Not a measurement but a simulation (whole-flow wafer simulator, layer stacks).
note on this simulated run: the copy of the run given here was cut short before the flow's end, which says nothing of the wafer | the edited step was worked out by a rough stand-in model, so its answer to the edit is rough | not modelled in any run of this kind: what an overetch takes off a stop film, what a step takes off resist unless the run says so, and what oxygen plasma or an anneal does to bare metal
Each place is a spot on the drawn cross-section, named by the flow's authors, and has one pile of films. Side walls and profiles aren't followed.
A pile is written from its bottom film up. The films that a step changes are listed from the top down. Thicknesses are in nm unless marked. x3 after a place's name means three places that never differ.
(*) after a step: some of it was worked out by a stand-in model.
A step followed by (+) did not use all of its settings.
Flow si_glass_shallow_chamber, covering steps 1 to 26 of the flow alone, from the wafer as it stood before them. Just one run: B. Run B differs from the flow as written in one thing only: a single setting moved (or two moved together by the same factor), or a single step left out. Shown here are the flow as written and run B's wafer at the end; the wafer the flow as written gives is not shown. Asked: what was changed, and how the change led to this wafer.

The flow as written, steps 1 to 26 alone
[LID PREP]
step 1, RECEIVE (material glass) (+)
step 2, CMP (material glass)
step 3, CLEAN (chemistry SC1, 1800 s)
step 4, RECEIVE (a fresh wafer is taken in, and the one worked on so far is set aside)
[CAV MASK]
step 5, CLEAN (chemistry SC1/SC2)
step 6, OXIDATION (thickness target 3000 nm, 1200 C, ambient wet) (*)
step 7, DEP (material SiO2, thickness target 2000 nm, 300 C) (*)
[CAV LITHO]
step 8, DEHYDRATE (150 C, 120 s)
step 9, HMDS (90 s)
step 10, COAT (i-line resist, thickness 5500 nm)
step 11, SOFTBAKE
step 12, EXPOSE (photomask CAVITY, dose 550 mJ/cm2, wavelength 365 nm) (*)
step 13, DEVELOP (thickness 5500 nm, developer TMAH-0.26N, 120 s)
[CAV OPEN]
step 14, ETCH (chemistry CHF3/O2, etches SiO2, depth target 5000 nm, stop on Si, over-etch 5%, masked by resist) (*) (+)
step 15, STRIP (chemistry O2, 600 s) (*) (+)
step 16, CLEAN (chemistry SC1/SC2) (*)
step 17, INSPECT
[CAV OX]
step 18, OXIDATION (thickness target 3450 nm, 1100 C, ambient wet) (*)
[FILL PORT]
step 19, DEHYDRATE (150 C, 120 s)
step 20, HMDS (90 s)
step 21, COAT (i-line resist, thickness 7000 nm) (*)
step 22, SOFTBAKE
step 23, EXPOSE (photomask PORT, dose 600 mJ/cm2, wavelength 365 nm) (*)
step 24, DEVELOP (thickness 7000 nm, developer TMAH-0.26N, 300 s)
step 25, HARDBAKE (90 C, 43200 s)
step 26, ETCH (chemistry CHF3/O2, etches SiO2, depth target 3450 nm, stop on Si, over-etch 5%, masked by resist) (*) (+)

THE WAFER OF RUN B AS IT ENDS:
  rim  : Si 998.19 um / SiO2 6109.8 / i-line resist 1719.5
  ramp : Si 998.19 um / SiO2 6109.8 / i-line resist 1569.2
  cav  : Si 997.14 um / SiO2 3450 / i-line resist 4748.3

The reason: step 14, ETCH: over-etch 2.25% was run, whereas the flow has over-etch 5%.

How this came from the change, step by step:
  step 14, ETCH (chemistry CHF3/O2, etches SiO2, depth target 5000 nm, stop on Si, over-etch 5%, masked by resist) (*) (+)
      rim, ramp, septum, ring: i-line resist loses 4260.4 (as written it would have been: i-line resist loses 4375)
      cav, port: SiO2 loses 5000 (all of it), Si loses 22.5 (as written it would have been: SiO2 loses 5000 (all of it), Si loses 50)
  step 15, STRIP (chemistry O2, 600 s) (*) (+)
      rim, ramp, septum, ring: i-line resist loses 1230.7 (all of it) (as written it would have been: i-line resist loses 1116.2 (all of it))
